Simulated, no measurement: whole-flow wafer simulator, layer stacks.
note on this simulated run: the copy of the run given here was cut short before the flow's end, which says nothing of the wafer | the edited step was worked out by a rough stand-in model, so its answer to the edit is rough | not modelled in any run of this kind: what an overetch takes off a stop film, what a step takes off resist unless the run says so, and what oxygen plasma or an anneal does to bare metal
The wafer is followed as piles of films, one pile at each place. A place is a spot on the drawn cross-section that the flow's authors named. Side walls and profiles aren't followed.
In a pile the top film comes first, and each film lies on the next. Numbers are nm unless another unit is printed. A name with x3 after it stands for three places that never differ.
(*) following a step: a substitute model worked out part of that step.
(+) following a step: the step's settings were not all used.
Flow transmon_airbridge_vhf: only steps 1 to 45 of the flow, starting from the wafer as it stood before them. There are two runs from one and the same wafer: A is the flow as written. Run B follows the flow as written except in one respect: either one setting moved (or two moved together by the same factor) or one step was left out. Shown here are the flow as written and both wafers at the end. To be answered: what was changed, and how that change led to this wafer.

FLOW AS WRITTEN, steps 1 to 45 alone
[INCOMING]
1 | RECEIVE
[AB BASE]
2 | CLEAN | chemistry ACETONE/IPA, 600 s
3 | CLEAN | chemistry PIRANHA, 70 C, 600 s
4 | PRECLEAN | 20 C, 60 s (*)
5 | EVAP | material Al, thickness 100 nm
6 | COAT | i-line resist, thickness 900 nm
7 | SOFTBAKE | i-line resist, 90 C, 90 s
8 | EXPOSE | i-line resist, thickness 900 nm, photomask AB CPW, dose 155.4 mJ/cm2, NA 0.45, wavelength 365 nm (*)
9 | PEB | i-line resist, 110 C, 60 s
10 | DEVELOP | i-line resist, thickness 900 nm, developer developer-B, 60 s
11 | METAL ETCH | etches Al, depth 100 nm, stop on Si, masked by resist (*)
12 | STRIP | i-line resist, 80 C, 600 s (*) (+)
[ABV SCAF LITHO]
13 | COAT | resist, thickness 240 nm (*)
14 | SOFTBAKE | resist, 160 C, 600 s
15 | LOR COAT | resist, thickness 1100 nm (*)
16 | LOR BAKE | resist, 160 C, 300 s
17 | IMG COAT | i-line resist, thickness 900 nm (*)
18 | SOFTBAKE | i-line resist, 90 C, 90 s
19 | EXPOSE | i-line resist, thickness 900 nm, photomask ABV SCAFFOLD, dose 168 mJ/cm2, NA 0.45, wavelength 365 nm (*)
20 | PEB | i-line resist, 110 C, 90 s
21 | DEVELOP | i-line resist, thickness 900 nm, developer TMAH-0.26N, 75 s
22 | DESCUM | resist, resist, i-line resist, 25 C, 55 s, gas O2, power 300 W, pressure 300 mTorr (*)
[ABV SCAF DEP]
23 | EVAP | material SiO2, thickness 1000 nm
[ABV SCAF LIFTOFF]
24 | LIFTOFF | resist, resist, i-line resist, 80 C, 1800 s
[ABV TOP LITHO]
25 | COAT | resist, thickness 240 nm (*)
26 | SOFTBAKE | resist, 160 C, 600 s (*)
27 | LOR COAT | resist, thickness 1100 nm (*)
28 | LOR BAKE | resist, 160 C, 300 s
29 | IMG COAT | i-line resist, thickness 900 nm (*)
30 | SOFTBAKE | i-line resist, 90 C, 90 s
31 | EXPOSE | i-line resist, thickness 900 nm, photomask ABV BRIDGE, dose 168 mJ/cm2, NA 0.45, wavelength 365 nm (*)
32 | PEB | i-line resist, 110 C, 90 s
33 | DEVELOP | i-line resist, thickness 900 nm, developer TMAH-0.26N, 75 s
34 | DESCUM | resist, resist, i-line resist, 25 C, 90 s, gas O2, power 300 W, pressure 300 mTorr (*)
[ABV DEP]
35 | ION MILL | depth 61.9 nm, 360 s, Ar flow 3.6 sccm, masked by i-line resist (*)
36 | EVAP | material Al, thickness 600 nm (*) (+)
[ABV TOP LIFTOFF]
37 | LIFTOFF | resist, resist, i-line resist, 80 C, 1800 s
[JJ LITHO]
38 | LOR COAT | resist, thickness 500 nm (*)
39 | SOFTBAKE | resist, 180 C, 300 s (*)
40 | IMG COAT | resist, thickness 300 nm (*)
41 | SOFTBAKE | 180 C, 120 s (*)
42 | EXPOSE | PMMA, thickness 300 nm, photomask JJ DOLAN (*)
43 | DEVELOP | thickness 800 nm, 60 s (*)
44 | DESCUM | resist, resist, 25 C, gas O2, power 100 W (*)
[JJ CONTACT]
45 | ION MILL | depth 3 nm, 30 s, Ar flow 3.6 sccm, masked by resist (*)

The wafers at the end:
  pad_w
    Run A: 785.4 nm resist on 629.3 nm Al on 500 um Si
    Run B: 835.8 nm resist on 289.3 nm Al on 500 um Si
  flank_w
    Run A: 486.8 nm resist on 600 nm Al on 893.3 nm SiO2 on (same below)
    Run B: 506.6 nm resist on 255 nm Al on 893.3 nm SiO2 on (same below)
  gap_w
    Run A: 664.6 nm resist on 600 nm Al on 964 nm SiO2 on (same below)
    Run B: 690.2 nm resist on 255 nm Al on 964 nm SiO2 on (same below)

The reason: step 36, EVAP: thickness 255 nm was run, while the flow as written has thickness 600 nm.
One can read it off the wafer: flank_w has Al 255, and step 36 as written asks for 600 nm.

Step by step, how the change led to this:
  36 | EVAP | material Al, thickness 600 nm (*) (+)
      field x3, jj_line, ground_far and 10 more: A +600 Al (new film) | B +255 Al (new film)
      pad_w, pad_e: A +591.2 Al | B +251.3 Al
  37 | LIFTOFF | resist, resist, i-line resist, 80 C, 1800 s
      field x3, jj_line, trace_open_s x2: A -600 Al (all of it), -600 i-line resist (all of it), -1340 resist (all of it) | B -255 Al (all of it), -600 i-line resist (all of it), -1340 resist (all of it)
      margin_s, margin_n: A -600 Al (all of it), -318.3 i-line resist (all of it), -992 resist (all of it) | B -255 Al (all of it), -318.3 i-line resist (all of it), -992 resist (all of it)
      (and at 1 other place as well)
  38 | LOR COAT | resist, thickness 500 nm (*)
      pad_w, pad_e: A +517 resist (new film) | B +550.6 resist (new film)
      flank_w, flank_e: A +306.5 resist (new film) | B +314.5 resist (new film)
      (and at 6 other places as well)
  40 | IMG COAT | resist, thickness 300 nm (*)
      pad_w, pad_e: A +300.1 resist | B +317 resist
      flank_w, flank_e: A +212.1 resist | B +223.9 resist
      (and at 6 other places as well)
